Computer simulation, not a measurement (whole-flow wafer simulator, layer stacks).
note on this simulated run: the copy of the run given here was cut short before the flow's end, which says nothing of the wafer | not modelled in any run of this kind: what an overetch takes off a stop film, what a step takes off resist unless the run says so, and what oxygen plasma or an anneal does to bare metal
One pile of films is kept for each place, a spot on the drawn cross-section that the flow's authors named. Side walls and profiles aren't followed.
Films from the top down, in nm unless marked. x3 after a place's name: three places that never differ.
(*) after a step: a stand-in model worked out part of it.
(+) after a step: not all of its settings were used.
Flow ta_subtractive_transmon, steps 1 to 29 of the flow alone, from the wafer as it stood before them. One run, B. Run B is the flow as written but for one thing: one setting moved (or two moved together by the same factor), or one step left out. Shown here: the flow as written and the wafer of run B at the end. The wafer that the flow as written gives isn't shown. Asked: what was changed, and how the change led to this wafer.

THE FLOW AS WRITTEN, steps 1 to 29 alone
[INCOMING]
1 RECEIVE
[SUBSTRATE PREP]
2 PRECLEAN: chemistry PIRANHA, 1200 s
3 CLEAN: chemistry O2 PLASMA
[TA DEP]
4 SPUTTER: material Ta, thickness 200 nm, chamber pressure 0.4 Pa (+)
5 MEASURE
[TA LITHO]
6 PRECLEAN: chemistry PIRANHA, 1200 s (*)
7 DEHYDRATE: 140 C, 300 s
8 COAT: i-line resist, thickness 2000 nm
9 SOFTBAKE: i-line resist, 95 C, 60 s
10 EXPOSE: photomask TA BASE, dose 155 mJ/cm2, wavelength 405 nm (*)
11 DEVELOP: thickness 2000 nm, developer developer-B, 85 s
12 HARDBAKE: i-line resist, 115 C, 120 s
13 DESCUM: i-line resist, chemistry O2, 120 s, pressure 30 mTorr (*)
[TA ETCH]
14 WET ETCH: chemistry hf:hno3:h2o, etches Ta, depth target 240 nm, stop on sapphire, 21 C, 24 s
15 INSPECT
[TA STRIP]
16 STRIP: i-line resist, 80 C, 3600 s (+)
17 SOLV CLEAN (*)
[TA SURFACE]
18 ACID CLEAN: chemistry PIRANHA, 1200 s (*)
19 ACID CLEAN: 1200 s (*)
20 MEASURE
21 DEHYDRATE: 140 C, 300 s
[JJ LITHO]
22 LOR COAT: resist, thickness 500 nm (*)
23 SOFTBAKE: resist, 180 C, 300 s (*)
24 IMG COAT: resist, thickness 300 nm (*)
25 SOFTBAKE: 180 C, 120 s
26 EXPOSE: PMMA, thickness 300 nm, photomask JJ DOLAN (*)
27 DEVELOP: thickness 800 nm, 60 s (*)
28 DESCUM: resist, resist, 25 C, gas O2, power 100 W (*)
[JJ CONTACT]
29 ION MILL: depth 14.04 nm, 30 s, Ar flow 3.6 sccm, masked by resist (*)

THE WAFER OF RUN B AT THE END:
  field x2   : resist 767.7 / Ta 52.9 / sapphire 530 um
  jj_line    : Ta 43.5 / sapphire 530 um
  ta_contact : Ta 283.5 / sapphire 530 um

The cause: step 4, SPUTTER: thickness 293.2 nm was run, where the flow has thickness 200 nm.

How the change led to this, step by step:
  4 SPUTTER: material Ta, thickness 200 nm, chamber pressure 0.4 Pa (+)
      field x2, jj_line, lead, ta_contact, ta_pad: Ta +293.2 (new film) (as written it would be: Ta +200 (new film))
  14 WET ETCH: chemistry hf:hno3:h2o, etches Ta, depth target 240 nm, stop on sapphire, 21 C, 24 s
      field x2, jj_line, lead: Ta -240 (as written it would be: Ta -200 (all of it))
  22 LOR COAT: resist, thickness 500 nm (*)
      ta_contact: resist +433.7 (new film) (as written it would be: resist +443.8 (new film))
  29 ION MILL: depth 14.04 nm, 30 s, Ar flow 3.6 sccm, masked by resist (*)
      jj_line, lead: Ta -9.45 (as written it would be: sapphire -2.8)
Counting metal films that touch as one body, field x2 has 1 body; the flow as written gives 0 bodies.
Counting metal films that touch as one body, jj_line has 1 body; the flow as written gives 0 bodies.
